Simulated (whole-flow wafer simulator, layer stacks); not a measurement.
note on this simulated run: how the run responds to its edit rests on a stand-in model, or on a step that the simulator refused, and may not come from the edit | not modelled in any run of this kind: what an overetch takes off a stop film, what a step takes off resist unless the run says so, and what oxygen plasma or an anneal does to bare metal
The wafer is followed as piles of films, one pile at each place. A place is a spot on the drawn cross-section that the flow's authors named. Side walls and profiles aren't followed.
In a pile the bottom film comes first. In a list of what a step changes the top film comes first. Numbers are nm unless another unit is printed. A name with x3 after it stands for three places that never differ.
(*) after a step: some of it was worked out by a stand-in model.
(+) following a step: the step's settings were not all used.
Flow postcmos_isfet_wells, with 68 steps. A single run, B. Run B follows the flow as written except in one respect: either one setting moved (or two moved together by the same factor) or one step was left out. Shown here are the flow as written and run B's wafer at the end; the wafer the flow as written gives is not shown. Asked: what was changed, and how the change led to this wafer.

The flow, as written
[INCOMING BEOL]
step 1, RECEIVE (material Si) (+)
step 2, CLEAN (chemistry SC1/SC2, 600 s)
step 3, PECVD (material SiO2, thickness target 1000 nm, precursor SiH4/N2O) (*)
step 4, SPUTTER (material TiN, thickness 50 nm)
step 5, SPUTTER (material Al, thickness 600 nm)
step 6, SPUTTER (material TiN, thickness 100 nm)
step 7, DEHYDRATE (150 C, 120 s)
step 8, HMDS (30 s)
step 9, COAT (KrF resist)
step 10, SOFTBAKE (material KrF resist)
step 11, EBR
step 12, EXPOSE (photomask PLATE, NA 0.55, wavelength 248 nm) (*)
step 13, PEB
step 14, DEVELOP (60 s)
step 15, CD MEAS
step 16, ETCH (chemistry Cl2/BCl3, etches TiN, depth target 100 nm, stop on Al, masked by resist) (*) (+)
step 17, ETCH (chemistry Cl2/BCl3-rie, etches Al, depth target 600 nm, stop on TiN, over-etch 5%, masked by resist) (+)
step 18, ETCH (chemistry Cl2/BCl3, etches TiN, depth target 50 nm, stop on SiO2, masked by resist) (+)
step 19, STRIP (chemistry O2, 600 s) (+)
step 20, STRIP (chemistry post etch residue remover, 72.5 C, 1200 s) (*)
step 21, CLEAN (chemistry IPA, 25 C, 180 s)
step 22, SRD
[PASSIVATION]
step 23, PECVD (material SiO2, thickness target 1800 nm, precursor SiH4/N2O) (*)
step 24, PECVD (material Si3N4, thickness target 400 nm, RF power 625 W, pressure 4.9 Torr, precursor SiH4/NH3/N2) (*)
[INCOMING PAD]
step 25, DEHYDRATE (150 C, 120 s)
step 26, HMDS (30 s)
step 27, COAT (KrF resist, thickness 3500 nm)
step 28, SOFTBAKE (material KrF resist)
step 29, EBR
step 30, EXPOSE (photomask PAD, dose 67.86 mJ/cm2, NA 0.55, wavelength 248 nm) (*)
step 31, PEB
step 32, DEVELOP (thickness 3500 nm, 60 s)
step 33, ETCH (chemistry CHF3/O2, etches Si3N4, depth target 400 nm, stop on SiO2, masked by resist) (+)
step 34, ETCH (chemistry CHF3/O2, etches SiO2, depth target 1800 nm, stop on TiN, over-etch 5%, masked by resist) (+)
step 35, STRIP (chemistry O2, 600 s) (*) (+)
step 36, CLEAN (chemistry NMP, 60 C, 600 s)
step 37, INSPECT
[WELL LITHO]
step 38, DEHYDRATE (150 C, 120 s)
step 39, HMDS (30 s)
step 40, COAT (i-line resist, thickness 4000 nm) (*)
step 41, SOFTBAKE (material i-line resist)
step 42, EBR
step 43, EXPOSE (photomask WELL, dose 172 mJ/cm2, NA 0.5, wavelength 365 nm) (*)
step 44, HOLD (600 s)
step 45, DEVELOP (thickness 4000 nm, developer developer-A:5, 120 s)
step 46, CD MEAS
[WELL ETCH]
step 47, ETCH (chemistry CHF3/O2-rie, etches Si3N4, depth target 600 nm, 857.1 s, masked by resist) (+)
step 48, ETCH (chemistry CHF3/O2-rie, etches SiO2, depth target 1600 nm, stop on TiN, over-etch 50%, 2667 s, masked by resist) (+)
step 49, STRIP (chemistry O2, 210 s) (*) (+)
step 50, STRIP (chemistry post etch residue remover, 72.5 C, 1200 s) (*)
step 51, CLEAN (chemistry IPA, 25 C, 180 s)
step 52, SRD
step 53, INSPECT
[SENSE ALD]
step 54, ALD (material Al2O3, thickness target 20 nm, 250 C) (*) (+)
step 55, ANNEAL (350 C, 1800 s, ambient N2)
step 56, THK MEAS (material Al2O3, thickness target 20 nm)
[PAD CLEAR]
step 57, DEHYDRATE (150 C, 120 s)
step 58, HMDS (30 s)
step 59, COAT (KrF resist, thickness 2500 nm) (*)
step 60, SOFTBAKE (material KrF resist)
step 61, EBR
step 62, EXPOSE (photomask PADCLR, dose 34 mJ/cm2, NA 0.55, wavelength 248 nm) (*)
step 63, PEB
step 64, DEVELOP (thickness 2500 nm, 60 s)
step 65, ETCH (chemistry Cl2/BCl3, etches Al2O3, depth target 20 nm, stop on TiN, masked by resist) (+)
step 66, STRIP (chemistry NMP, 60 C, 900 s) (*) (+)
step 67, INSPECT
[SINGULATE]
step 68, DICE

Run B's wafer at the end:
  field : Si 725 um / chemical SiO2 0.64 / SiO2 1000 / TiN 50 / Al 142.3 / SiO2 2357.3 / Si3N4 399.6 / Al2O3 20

Cause: step 17, ETCH: depth target 402 nm was run, though the flow has depth target 600 nm.

The path from the change to this, step by step:
  step 17, ETCH (chemistry Cl2/BCl3-rie, etches Al, depth target 600 nm, stop on TiN, over-etch 5%, masked by resist) (+)
      field: -402 Al (it would be, as written: -600 Al (all of it))
      margin, well900, well1300 x3, pad_rim, pad_clr, pad_open: -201 KrF resist (it would be, as written: -300 KrF resist)
  step 18, ETCH (chemistry Cl2/BCl3, etches TiN, depth target 50 nm, stop on SiO2, masked by resist) (+)
      field: -50 Al (it would be, as written: -50 TiN (all of it))
  step 19, STRIP (chemistry O2, 600 s) (+)
      margin, well900, well1300 x3, pad_rim, pad_clr, pad_open: -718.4 KrF resist (all of it) (it would be, as written: -619.4 KrF resist (all of it))
  step 20, STRIP (chemistry post etch residue remover, 72.5 C, 1200 s) (*)
      field: -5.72 Al (it would be, as written: nothing)
  step 23, PECVD (material SiO2, thickness target 1800 nm, precursor SiH4/N2O) (*)
      field: +2357.3 SiO2 (new film) (it would be, as written: +1800 SiO2 (new film), +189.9 void (new film), +559.7 SiO2)
With metal films that touch counted as one body, field has 1 body; the flow as written gives 0 bodies.
